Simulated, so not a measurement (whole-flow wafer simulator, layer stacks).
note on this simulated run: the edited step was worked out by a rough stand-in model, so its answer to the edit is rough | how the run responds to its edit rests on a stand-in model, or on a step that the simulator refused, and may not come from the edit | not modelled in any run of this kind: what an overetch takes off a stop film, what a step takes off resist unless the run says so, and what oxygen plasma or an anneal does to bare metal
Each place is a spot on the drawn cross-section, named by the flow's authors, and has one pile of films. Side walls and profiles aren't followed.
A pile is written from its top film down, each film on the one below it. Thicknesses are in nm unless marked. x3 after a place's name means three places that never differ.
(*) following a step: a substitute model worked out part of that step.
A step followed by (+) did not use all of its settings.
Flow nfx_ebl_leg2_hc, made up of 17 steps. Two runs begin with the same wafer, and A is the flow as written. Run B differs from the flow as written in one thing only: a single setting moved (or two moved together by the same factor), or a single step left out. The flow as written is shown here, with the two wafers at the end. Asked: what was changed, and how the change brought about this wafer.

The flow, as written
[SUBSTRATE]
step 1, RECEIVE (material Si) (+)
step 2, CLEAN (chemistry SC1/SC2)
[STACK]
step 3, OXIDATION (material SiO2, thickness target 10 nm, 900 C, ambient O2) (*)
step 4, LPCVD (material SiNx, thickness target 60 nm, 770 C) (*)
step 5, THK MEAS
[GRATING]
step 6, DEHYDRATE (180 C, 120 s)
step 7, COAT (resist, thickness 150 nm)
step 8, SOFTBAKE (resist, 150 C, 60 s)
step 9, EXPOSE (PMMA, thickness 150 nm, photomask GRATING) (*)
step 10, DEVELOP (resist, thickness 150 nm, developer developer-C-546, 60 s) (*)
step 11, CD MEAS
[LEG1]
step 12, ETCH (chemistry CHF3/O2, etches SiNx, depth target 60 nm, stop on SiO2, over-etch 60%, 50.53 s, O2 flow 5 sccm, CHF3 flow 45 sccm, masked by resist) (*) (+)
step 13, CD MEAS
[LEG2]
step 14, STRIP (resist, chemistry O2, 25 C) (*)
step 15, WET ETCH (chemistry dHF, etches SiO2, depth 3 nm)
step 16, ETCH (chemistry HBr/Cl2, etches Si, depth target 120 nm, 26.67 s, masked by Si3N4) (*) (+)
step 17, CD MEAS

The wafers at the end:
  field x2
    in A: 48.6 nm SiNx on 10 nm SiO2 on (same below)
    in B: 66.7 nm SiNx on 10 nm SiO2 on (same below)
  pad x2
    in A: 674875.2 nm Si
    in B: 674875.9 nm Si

What caused this: step 4, LPCVD: thickness target 78.1 nm was run, while the flow as written has thickness target 60 nm.

Step by step, how the change led to this:
  step 4, LPCVD (material SiNx, thickness target 60 nm, 770 C) (*)
      field x2, pad x2: A +60 SiNx (new film) | B +78.1 SiNx (new film)
  step 12, ETCH (chemistry CHF3/O2, etches SiNx, depth target 60 nm, stop on SiO2, over-etch 60%, 50.53 s, O2 flow 5 sccm, CHF3 flow 45 sccm, masked by resist) (*) (+)
      pad x2: A -60 SiNx (all of it), -10 SiO2 (all of it) | B -78.1 SiNx (all of it), -8.95 SiO2
  step 14, STRIP (resist, chemistry O2, 25 C) (*)
      pad x2: A +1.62 chemical SiO2 (new film), -0.71 Si | B nothing
  step 15, WET ETCH (chemistry dHF, etches SiO2, depth 3 nm)
      pad x2: A -1.62 chemical SiO2 (all of it) | B -1.05 SiO2 (all of it)
